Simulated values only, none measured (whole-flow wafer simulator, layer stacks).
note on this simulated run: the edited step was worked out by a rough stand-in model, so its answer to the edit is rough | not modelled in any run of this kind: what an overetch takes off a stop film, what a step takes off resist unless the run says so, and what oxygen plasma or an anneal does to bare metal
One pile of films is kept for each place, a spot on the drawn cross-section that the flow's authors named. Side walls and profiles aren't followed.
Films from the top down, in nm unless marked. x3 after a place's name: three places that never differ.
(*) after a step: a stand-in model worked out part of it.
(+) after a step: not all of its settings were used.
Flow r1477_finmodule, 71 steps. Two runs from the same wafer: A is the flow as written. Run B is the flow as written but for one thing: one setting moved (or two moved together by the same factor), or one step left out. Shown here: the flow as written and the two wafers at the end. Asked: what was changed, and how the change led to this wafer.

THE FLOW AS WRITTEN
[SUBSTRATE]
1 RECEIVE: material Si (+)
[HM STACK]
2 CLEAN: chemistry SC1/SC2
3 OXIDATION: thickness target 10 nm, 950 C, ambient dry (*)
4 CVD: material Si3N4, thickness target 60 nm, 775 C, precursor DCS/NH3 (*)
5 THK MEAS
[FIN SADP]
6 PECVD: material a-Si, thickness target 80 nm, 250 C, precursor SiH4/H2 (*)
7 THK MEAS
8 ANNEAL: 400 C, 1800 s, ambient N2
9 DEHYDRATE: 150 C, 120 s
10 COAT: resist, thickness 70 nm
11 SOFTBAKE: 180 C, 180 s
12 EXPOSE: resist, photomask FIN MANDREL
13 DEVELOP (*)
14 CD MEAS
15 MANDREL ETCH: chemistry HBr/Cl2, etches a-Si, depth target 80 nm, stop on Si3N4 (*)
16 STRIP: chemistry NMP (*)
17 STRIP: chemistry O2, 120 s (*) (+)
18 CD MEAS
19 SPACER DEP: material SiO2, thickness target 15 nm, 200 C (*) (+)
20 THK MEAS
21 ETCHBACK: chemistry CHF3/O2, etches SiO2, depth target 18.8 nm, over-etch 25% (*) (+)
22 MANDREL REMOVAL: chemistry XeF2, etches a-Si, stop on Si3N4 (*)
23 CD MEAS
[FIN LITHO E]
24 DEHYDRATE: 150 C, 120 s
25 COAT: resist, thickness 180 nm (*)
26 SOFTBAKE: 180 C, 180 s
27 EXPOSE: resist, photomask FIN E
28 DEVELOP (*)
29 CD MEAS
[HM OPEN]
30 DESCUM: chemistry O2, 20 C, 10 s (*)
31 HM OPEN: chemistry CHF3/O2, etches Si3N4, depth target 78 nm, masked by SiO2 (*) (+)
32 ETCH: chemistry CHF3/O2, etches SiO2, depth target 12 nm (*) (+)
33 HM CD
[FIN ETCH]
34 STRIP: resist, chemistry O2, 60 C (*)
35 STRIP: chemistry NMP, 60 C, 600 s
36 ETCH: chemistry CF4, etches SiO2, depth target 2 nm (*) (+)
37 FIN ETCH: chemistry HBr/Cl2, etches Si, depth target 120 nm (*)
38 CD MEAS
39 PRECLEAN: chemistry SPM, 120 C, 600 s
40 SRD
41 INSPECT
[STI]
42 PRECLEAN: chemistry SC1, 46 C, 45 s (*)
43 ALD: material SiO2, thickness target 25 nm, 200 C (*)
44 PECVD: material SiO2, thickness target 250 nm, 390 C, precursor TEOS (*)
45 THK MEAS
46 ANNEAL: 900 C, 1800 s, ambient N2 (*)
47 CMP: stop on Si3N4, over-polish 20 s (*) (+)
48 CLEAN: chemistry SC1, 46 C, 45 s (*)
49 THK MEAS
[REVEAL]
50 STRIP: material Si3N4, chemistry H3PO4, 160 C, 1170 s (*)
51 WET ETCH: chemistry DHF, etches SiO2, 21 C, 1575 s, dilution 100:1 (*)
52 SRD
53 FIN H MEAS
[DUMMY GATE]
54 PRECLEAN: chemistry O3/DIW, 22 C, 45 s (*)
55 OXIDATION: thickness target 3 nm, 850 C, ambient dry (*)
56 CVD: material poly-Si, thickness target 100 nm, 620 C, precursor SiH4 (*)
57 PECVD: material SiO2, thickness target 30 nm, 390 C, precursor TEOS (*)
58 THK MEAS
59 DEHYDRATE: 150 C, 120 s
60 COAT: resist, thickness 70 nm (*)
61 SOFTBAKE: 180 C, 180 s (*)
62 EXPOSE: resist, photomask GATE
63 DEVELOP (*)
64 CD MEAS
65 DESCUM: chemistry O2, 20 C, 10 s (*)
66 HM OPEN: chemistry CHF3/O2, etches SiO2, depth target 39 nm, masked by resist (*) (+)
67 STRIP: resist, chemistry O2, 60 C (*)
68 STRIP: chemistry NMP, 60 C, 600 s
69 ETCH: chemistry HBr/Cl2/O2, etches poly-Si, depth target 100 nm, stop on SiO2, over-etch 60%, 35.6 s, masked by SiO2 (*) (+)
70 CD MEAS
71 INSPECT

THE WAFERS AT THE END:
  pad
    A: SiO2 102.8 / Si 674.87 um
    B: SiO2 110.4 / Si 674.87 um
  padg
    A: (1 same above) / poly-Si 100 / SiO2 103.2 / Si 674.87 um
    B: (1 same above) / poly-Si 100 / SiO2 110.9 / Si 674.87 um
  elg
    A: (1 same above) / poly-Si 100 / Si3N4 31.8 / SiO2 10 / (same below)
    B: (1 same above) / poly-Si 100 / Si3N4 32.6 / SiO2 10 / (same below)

The cause: step 51, WET ETCH: 18.73 C was run, where the flow has 21 C.

How the change led to this, step by step:
  51 WET ETCH: chemistry DHF, etches SiO2, 21 C, 1575 s, dilution 100:1 (*)
      pad, padg, e40sg and 12 more: A SiO2 -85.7 | B SiO2 -78.1
      elg, e40lg, e100lg, e200lg, elo, e40lo, e100lo, e200lo: A SiO2 -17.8 (all of it), Si3N4 -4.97 | B SiO2 -17.8 (all of it), Si3N4 -4.14
      (and at 7 more places)
  56 CVD: material poly-Si, thickness target 100 nm, 620 C, precursor SiH4 (*)
      s40cg, s40co: A poly-Si +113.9 (new film) | B poly-Si +106.9 (new film)
      s45cg, s45co: A poly-Si +113.4 (new film) | B poly-Si +106.3 (new film)
      (and at 3 more places)
  60 COAT: resist, thickness 70 nm (*)
      e40sg, eso, e40so: A resist +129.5 (new film) | B resist +123 (new film)
      e100sg, e100so: A resist +129.4 (new film) | B resist +123 (new film)
      (and at 8 more places)
  63 DEVELOP (*)
      eso, e40so: A resist -129.5 (all of it) | B resist -123 (all of it)
      e100so: A resist -129.4 (all of it) | B resist -123 (all of it)
      (and at 4 more places)
  67 STRIP: resist, chemistry O2, 60 C (*)
      e40sg: A resist -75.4 (all of it) | B resist -68.9 (all of it)
      e100sg: A resist -75.3 (all of it) | B resist -68.9 (all of it)
      (and at 4 more places)
  69 ETCH: chemistry HBr/Cl2/O2, etches poly-Si, depth target 100 nm, stop on SiO2, over-etch 60%, 35.6 s, masked by SiO2 (*) (+)
      s40co: A chemical SiO2 -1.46 (all of it), poly-Si -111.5 (all of it), SiO2 -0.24 | B chemical SiO2 -1.42 (all of it), poly-Si -104.5 (all of it), SiO2 -0.28
      s45co: A chemical SiO2 -1.46 (all of it), poly-Si -110.9 (all of it), SiO2 -0.25 | B chemical SiO2 -1.42 (all of it), poly-Si -103.9 (all of it), SiO2 -0.28
      (and at 1 more place)
